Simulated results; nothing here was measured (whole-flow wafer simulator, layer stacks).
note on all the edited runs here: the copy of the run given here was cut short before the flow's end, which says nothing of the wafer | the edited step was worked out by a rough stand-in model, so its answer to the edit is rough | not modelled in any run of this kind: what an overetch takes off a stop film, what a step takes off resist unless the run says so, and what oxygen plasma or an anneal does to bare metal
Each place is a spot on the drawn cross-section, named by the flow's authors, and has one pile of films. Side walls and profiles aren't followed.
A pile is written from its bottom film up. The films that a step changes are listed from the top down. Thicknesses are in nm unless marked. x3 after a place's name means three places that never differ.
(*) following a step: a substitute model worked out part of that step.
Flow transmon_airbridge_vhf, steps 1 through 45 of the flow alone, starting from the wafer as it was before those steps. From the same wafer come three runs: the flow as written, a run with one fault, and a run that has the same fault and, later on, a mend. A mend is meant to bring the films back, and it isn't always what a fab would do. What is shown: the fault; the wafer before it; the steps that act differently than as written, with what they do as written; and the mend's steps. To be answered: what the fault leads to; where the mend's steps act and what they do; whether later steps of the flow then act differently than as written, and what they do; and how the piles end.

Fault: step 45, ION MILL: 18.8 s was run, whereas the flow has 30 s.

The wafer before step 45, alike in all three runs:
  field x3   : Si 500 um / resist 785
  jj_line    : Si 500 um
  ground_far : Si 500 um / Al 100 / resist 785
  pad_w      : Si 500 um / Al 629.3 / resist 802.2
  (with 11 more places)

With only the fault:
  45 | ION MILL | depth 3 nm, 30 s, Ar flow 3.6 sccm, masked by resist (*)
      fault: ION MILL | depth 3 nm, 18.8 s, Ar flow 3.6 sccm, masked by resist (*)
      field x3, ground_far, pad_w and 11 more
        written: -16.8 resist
        fault: -10.5 resist
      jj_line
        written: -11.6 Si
        fault: -7.29 Si
  None of the later steps of the flow acts differently than as written at any place that is followed.
  At the end the piles are close to the flow's at the places that both follow, differing by at most 2% or 0.5 nm, whichever is larger.

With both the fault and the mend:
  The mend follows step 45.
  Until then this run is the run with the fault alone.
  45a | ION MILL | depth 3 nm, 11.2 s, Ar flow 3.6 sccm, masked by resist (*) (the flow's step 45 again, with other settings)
      field x3, ground_far, pad_w and 11 more
        -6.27 resist
      jj_line
        -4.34 Si
  None of the later steps of the flow acts differently than as written at any place that is followed.
  At every place that both follow, the piles at the end match the flow's.
